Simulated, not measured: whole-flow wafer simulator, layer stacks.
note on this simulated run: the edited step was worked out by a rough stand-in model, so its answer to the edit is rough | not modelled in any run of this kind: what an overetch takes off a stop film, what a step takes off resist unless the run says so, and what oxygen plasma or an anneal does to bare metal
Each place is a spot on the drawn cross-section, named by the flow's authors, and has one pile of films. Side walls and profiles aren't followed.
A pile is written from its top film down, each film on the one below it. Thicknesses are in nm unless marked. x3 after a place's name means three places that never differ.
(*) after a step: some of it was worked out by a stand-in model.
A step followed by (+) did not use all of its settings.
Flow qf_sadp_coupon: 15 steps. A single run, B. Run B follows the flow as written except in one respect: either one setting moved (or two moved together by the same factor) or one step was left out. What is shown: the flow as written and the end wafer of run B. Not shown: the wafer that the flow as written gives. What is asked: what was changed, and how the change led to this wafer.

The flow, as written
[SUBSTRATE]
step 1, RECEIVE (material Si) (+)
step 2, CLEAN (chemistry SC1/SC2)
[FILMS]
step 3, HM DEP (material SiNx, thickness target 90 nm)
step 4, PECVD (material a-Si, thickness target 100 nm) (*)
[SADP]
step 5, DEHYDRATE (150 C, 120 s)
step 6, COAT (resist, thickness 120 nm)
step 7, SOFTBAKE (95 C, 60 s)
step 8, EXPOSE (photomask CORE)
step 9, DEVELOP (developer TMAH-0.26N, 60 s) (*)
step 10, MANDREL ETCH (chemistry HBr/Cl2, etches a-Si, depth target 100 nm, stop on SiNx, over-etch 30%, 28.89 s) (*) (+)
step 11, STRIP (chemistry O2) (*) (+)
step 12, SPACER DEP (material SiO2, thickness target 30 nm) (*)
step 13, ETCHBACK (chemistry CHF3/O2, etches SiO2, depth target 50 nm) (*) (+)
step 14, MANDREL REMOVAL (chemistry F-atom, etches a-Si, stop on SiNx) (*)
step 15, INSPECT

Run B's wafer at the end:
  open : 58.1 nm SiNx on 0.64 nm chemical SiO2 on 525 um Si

The reason: step 4, PECVD: thickness target 40 nm was run, though the flow has thickness target 100 nm.

How this came from the change, step by step:
  step 4, PECVD (material a-Si, thickness target 100 nm) (*)
      m, open: a-Si gains 40 (new film) (in the flow as written it would be: a-Si gains 100 (new film))
  step 10, MANDREL ETCH (chemistry HBr/Cl2, etches a-Si, depth target 100 nm, stop on SiNx, over-etch 30%, 28.89 s) (*) (+)
      open: a-Si loses 40 (all of it), SiNx loses 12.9 (in the flow as written it would be: a-Si loses 100 (all of it), SiNx loses 4.29)
  step 14, MANDREL REMOVAL (chemistry F-atom, etches a-Si, stop on SiNx) (*)
      m: a-Si loses 35.8 (all of it) (in the flow as written it would be: a-Si loses 95.8 (all of it))
